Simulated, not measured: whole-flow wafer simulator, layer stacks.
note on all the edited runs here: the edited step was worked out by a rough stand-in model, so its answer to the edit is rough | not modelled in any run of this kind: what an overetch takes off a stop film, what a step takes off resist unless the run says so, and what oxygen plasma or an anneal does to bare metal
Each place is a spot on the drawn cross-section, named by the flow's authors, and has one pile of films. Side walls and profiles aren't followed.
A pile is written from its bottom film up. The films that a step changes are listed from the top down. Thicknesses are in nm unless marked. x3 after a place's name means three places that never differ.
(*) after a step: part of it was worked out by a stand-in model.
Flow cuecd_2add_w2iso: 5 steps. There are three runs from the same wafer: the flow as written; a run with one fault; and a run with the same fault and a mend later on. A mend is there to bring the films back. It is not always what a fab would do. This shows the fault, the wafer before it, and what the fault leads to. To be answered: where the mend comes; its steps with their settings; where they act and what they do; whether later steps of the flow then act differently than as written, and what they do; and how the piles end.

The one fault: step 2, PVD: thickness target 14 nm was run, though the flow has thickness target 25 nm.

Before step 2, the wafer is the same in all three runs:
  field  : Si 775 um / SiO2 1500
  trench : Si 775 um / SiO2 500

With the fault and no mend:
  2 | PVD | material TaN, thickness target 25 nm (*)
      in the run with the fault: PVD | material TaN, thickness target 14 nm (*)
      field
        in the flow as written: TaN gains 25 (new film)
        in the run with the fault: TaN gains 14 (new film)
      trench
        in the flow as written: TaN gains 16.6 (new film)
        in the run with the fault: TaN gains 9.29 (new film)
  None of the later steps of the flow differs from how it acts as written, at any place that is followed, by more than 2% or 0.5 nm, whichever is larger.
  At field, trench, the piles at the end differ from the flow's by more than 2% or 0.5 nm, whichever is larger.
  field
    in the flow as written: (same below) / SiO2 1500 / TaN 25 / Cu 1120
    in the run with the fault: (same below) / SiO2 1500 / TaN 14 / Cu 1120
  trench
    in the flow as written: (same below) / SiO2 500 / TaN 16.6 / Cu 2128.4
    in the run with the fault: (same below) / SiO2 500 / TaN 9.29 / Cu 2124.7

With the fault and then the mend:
  After step 2 comes the mend.
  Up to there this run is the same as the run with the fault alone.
  2a | PVD | material TaN, thickness target 11 nm (*) (the flow's step 2 again, with other settings)
      field
        TaN gains 11
      trench
        TaN gains 7.27
  None of the later steps of the flow acts differently than as written at any place that is followed.
  At every place that both follow, the piles at the end match the flow's.
